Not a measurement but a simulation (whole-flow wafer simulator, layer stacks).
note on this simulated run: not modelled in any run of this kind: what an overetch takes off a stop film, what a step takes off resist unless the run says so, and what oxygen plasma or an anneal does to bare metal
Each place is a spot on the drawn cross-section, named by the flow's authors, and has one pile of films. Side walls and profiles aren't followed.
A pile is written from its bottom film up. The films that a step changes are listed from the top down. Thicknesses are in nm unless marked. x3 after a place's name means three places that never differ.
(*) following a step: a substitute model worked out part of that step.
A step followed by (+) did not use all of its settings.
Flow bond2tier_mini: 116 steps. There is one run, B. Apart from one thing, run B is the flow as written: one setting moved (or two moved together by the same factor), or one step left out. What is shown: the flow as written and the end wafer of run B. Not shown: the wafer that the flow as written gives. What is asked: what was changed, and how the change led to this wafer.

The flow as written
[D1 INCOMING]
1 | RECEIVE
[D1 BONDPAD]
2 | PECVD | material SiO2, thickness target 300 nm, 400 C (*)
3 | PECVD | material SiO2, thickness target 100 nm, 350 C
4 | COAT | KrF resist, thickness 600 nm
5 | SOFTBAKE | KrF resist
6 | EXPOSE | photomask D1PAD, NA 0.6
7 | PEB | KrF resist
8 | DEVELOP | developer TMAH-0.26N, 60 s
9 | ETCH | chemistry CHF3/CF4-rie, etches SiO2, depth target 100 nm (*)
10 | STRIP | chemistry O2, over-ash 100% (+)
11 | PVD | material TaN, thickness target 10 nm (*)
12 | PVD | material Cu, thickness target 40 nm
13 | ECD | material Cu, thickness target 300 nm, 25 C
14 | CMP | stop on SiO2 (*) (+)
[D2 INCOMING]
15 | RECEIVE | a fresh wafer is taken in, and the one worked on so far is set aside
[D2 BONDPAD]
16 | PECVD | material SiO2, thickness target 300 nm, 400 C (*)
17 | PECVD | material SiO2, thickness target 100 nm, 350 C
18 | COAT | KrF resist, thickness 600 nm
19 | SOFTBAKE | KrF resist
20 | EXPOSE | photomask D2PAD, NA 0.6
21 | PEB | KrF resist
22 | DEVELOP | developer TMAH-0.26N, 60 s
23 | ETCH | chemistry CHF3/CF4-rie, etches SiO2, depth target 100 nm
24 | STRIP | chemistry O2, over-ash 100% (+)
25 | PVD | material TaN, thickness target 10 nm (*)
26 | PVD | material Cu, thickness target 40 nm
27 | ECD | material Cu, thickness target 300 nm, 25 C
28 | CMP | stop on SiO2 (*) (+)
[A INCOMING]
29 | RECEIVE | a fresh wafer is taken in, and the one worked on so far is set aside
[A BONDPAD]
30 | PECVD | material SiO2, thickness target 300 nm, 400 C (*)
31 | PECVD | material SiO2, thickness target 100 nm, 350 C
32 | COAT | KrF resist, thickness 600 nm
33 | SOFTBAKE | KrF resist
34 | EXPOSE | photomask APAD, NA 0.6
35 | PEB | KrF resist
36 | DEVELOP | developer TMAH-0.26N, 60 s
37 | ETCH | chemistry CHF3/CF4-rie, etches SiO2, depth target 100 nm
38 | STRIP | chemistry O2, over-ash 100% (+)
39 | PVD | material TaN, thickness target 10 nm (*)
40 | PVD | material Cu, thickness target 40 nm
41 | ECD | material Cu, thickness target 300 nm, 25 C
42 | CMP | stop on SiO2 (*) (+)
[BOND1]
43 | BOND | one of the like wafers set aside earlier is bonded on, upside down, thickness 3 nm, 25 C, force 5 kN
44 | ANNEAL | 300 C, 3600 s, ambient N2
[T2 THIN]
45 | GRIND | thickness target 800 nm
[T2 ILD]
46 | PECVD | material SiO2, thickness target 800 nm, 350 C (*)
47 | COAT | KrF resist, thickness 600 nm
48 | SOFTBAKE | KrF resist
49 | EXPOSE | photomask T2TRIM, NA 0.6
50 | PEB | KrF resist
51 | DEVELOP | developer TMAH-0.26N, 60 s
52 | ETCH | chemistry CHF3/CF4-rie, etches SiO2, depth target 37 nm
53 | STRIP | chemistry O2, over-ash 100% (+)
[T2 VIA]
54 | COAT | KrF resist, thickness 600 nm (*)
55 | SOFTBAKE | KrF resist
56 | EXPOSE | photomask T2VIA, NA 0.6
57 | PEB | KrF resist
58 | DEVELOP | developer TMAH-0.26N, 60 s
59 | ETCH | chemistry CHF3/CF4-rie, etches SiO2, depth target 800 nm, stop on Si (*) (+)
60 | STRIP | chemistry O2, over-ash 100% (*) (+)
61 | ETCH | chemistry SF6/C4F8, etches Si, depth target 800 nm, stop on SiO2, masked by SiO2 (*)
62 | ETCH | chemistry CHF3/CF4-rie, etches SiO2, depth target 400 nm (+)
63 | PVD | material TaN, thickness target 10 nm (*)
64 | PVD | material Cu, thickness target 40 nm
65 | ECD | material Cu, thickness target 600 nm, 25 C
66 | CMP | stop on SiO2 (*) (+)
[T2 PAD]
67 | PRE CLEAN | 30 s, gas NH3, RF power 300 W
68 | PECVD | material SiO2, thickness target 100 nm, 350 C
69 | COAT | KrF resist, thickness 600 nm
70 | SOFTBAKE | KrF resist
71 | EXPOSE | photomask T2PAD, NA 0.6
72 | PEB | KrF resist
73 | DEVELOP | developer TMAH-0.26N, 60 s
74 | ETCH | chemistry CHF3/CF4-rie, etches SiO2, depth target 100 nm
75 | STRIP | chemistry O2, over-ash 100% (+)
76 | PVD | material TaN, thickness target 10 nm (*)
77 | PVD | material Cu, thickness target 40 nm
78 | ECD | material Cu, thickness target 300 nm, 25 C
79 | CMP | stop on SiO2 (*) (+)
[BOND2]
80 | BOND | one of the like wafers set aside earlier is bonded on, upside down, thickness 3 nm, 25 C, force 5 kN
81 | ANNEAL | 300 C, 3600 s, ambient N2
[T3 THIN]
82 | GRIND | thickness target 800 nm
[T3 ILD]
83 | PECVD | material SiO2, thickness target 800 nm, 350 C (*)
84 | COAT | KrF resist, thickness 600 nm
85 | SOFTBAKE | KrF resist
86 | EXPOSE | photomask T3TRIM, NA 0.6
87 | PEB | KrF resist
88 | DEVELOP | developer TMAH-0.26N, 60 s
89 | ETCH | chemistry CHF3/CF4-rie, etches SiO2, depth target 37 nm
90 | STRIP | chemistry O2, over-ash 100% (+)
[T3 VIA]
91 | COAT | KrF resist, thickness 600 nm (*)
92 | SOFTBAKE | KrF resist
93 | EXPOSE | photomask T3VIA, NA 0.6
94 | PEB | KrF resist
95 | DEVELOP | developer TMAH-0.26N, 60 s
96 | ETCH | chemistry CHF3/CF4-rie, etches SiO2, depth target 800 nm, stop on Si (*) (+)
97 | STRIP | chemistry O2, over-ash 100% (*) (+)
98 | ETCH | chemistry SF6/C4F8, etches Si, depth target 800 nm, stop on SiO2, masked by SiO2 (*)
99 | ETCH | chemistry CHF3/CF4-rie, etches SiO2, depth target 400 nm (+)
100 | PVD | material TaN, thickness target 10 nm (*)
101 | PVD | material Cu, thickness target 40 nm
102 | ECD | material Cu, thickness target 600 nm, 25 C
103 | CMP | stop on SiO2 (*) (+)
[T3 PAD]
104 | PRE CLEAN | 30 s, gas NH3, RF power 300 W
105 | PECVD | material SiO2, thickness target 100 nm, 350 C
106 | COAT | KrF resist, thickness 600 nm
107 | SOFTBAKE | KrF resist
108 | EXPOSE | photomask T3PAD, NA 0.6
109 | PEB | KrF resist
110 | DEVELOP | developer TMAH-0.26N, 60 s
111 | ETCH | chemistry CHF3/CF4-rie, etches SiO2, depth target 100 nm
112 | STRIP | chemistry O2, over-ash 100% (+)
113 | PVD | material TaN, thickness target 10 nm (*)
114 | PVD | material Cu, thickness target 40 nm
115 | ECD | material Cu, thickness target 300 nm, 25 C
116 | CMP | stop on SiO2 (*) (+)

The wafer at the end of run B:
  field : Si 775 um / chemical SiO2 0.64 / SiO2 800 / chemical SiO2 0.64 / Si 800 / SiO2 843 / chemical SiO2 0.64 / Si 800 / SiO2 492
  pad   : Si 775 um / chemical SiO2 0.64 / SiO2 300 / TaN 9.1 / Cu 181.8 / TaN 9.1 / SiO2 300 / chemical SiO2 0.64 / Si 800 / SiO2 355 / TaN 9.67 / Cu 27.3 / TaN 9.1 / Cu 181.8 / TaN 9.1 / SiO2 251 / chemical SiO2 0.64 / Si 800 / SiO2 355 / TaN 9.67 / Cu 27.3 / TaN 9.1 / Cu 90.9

Cause: step 17, PECVD: thickness target 51 nm was run, whereas the flow has thickness target 100 nm.

The path from the change to this, step by step:
  17 | PECVD | material SiO2, thickness target 100 nm, 350 C
      field, pad, via: +51 SiO2 (as written it would have been: +100 SiO2)
  80 | BOND | one of the like wafers set aside earlier is bonded on, upside down, thickness 3 nm, 25 C, force 5 kN
      field: +775 um Si (new film), +0.64 chemical SiO2 (new film), +351 SiO2 (as written it would have been: +775 um Si (new film), +0.64 chemical SiO2 (new film), +400 SiO2)
      pad: +775 um Si (new film), +0.64 chemical SiO2 (new film), +251 SiO2 (new film), +9.1 TaN (new film), +90.9 Cu (as written it would have been: +775 um Si (new film), +0.64 chemical SiO2 (new film), +300 SiO2 (new film), +9.1 TaN (new film), +90.9 Cu)
